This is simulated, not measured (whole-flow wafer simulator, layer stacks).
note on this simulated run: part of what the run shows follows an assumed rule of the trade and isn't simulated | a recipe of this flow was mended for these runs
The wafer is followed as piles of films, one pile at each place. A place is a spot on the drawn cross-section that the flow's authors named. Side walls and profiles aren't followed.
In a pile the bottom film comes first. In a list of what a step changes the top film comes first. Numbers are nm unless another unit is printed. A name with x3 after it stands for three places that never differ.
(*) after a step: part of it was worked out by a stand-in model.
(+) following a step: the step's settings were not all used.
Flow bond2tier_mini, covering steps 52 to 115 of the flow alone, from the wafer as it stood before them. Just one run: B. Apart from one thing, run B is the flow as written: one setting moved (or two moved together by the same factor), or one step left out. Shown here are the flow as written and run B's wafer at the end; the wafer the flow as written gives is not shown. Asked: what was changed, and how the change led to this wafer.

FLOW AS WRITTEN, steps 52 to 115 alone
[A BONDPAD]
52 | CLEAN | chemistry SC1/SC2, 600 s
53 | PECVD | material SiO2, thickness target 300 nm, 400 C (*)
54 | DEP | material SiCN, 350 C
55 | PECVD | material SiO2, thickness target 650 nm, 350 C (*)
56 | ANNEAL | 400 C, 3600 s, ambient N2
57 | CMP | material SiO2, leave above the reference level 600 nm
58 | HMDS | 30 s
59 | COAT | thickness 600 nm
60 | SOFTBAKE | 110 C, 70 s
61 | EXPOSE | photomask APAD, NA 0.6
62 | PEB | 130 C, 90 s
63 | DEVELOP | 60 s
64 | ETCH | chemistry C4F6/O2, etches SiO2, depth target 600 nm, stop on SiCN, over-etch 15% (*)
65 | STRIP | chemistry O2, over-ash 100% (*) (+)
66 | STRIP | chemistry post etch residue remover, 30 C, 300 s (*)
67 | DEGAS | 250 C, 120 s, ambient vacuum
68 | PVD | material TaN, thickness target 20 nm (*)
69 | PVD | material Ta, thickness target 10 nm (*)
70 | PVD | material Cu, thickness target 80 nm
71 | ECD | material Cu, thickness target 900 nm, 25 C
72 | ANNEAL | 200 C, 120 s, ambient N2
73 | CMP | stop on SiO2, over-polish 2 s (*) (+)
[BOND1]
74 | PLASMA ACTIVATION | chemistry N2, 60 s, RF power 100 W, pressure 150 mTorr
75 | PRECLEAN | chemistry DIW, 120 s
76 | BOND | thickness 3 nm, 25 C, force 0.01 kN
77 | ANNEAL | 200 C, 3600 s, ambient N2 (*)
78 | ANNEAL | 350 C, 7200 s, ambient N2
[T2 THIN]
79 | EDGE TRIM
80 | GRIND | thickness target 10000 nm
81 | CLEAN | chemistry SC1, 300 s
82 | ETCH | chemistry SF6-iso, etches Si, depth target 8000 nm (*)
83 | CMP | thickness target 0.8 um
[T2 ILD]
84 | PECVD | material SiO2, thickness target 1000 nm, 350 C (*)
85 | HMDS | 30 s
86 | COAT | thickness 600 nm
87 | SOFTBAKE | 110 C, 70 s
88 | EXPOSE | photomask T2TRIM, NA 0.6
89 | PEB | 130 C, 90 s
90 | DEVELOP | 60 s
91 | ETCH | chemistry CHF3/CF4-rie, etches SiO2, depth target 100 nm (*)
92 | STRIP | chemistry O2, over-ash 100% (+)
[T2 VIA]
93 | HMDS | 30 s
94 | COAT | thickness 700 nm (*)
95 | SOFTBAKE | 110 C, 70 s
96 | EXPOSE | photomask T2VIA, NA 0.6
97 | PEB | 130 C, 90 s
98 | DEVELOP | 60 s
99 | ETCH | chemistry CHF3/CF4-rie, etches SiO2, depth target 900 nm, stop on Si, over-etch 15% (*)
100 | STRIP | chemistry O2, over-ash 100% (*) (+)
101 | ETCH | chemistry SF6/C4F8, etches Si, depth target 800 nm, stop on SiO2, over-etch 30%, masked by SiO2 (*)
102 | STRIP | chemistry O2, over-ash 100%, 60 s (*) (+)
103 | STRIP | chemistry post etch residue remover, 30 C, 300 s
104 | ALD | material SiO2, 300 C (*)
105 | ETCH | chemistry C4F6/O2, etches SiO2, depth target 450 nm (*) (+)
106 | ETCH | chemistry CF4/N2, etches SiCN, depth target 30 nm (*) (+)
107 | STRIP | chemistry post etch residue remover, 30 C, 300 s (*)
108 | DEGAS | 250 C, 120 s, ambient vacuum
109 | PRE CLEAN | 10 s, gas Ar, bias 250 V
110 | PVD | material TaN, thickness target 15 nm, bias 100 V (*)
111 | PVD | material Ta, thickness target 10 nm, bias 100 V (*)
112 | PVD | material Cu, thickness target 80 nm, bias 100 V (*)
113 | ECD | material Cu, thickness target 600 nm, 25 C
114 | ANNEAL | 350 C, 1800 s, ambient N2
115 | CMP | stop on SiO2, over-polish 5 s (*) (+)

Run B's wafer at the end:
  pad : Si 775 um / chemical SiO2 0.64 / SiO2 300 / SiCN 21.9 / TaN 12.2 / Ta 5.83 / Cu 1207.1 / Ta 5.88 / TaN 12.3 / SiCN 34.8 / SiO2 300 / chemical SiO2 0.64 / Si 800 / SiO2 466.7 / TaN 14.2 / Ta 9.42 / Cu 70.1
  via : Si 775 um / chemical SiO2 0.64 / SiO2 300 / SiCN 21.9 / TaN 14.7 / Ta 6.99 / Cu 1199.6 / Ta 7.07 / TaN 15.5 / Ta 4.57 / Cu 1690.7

What caused this: step 64, ETCH: depth target 666.4 nm was run, whereas the flow has depth target 600 nm.

How this came from the change, step by step:
  64 | ETCH | chemistry C4F6/O2, etches SiO2, depth target 600 nm, stop on SiCN, over-etch 15% (*)
      pad, via: SiO2 loses 600 (all of it), SiCN loses 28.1 (as written it would have been: SiO2 loses 600 (all of it), SiCN loses 15.2)
      field: thick-KrF-resist loses 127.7 (as written it would have been: thick-KrF-resist loses 115)
  65 | STRIP | chemistry O2, over-ash 100% (*) (+)
      field: thick-KrF-resist loses 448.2 (all of it) (as written it would have been: thick-KrF-resist loses 460.9 (all of it))
